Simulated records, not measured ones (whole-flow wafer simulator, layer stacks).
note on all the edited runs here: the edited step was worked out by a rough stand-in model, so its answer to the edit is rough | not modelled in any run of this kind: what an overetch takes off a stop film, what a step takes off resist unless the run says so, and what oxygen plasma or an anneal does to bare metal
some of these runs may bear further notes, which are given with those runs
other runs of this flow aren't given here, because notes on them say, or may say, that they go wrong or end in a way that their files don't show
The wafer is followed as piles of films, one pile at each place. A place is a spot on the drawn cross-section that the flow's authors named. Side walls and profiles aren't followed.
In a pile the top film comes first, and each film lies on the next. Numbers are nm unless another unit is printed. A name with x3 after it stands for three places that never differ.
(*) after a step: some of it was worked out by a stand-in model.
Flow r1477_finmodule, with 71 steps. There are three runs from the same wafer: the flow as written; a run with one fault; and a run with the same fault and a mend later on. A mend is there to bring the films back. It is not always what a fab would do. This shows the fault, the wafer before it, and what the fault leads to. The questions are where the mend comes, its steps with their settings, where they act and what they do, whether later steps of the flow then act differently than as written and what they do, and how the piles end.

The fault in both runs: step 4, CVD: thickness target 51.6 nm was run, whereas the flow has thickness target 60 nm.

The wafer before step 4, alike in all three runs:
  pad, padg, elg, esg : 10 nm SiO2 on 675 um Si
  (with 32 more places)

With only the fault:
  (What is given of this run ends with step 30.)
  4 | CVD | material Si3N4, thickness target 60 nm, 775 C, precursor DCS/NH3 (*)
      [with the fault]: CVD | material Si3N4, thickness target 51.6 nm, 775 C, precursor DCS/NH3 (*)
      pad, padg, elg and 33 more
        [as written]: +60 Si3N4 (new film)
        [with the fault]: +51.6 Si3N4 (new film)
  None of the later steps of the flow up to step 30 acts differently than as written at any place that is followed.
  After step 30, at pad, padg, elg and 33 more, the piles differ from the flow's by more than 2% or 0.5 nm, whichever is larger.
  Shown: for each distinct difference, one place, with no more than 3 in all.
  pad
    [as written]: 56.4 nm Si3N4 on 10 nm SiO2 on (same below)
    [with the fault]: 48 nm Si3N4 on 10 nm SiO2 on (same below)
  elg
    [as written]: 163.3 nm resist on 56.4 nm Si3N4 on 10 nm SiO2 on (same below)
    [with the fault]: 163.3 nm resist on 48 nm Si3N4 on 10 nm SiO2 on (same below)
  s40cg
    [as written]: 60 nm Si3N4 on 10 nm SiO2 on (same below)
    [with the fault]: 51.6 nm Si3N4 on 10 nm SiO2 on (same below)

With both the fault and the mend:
  The mend stands after step 5.
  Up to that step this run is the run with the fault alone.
  5a | ETCH | chemistry h3po4, depth target 59.34 nm
      pad, padg, elg and 33 more
        -51.6 Si3N4 (all of it)
  5b | CLEAN | chemistry SC1/SC2 (a further turn of the flow's step 2)
      alters no film at any place that is followed
  5c | CVD | material Si3N4, thickness target 60 nm, 775 C, precursor DCS/NH3 (*) (a further turn of the flow's step 4)
      pad, padg, elg and 33 more
        +60 Si3N4 (new film)
  None of the later steps of the flow acts differently than as written at any place that is followed.
  At every place that both follow, the piles at the end match the flow's.
